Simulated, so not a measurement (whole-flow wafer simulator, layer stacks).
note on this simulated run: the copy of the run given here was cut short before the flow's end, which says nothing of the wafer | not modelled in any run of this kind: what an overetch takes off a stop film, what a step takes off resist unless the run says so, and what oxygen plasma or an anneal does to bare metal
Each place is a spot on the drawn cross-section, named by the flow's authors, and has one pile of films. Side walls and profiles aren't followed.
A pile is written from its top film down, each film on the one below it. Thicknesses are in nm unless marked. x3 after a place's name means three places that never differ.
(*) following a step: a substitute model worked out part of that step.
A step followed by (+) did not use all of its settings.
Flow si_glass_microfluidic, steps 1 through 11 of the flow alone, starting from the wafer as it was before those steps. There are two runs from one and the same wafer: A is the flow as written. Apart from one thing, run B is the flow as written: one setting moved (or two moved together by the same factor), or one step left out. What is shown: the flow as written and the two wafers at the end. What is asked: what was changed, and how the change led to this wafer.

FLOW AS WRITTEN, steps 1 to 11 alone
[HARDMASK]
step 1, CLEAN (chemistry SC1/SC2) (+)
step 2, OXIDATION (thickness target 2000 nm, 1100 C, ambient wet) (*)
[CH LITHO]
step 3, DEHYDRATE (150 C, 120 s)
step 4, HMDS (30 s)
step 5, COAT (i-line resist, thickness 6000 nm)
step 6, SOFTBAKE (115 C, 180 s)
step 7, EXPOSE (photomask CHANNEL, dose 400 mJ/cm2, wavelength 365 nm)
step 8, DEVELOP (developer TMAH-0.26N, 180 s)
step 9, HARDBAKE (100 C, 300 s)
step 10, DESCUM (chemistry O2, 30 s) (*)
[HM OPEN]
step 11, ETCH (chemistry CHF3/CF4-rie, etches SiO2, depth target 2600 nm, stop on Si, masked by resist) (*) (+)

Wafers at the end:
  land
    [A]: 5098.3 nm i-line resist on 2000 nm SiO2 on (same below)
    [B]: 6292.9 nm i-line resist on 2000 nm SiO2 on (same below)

What caused this: step 5, COAT: thickness 7200 nm was run, whereas the flow has thickness 6000 nm.

The path from the change to this, step by step:
  step 5, COAT (i-line resist, thickness 6000 nm)
      land, ch100 x9: A i-line resist gains 6000 (new film) | B i-line resist gains 7200 (new film)
  step 8, DEVELOP (developer TMAH-0.26N, 180 s)
      ch100 x9: A i-line resist loses 6000 (all of it) | B i-line resist loses 7200 (all of it)
  step 9, HARDBAKE (100 C, 300 s)
      land: A i-line resist loses 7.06 | B i-line resist loses 12.4
